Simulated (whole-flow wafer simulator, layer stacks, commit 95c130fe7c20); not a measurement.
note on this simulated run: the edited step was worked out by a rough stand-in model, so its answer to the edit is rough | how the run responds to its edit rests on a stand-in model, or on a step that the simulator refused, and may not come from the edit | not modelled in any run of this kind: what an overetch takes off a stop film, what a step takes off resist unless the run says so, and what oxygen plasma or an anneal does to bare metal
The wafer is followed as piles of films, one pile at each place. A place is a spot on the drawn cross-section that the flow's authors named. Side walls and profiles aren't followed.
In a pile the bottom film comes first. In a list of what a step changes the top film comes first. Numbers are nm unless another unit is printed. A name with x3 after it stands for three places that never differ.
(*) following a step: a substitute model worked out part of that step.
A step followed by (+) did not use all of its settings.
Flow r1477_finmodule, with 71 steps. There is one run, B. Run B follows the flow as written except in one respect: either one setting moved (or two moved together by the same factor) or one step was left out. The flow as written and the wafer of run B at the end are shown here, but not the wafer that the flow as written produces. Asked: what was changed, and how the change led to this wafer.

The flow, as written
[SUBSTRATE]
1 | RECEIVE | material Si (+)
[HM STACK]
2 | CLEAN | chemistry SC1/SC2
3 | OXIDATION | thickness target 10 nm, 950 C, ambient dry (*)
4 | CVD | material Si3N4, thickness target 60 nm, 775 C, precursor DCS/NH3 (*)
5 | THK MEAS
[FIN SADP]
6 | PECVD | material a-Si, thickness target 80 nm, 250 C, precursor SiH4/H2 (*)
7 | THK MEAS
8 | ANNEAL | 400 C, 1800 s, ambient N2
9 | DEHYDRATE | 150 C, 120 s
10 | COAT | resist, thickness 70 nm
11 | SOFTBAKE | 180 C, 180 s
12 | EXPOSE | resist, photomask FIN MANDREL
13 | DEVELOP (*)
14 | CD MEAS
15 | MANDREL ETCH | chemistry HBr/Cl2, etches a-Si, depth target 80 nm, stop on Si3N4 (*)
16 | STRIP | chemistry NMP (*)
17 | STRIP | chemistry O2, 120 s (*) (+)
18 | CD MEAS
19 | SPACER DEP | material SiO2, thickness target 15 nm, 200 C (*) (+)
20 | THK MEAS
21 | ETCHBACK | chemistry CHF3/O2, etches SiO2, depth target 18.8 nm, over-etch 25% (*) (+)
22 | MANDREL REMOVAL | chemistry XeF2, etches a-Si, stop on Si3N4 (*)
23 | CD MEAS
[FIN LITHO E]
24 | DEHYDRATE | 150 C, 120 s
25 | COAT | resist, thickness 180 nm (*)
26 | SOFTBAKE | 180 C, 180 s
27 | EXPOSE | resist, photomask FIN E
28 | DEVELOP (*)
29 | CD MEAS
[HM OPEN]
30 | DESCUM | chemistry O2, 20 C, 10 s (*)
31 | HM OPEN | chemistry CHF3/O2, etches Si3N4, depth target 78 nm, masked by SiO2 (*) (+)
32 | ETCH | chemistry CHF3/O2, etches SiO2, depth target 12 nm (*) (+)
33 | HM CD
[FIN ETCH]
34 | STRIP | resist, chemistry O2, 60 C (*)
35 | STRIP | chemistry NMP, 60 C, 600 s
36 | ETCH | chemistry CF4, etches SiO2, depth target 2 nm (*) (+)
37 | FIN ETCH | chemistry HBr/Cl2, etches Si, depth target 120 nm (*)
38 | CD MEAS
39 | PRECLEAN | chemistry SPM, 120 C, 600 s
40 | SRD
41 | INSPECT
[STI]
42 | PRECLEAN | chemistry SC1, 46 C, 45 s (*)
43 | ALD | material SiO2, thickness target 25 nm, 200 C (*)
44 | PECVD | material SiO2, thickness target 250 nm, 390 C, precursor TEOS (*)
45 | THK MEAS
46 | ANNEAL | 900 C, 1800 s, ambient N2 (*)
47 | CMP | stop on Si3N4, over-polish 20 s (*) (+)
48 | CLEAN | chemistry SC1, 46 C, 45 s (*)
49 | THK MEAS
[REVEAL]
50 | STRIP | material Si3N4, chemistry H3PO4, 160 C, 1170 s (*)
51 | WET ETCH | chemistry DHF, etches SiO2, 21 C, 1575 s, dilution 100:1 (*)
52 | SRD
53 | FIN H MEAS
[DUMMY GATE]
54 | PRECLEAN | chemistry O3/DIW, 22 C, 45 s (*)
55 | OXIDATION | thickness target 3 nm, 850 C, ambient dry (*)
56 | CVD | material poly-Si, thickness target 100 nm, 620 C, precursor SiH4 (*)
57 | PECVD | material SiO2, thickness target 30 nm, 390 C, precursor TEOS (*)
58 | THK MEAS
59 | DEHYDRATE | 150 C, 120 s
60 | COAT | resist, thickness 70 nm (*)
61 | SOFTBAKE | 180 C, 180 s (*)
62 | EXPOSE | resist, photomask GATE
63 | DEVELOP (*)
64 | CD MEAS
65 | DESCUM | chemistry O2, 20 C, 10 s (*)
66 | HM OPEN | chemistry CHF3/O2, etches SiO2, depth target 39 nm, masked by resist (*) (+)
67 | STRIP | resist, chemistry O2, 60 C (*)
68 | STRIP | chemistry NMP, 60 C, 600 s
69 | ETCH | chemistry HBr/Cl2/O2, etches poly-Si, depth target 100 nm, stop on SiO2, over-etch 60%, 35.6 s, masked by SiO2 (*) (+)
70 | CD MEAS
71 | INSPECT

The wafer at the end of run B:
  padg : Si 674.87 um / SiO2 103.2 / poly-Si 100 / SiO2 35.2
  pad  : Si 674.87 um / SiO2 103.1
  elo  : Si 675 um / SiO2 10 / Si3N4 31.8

The reason: step 57, PECVD: thickness target 40.5 nm was run, whereas the flow has thickness target 30 nm.

The path from the change to this, step by step:
  57 | PECVD | material SiO2, thickness target 30 nm, 390 C, precursor TEOS (*)
      pad, padg, elg and 33 more: SiO2 gains 40.5 (new film) (in the flow as written it would be: SiO2 gains 30 (new film))
  66 | HM OPEN | chemistry CHF3/O2, etches SiO2, depth target 39 nm, masked by resist (*) (+)
      pad, elo, eso and 15 more: SiO2 loses 39 (in the flow as written it would be: SiO2 loses 30 (all of it), poly-Si loses 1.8)
  67 | STRIP | resist, chemistry O2, 60 C (*)
      pad, elo, eso and 15 more: nothing (in the flow as written it would be: chemical SiO2 gains 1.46 (new film), poly-Si loses 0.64)
  69 | ETCH | chemistry HBr/Cl2/O2, etches poly-Si, depth target 100 nm, stop on SiO2, over-etch 60%, 35.6 s, masked by SiO2 (*) (+)
      pad, eso, e40so and 8 more: SiO2 loses 1.5 (all of it), poly-Si loses 100 (all of it), SiO2 loses 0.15 (in the flow as written it would be: chemical SiO2 loses 1.46 (all of it), poly-Si loses 97.6 (all of it), SiO2 loses 0.42)
      elo, e40lo, e100lo, e200lo: SiO2 loses 1.5 (all of it), poly-Si loses 100 (all of it) (in the flow as written it would be: chemical SiO2 loses 1.46 (all of it), poly-Si loses 97.6 (all of it), Si3N4 loses 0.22)
      (as well as at 3 more places)
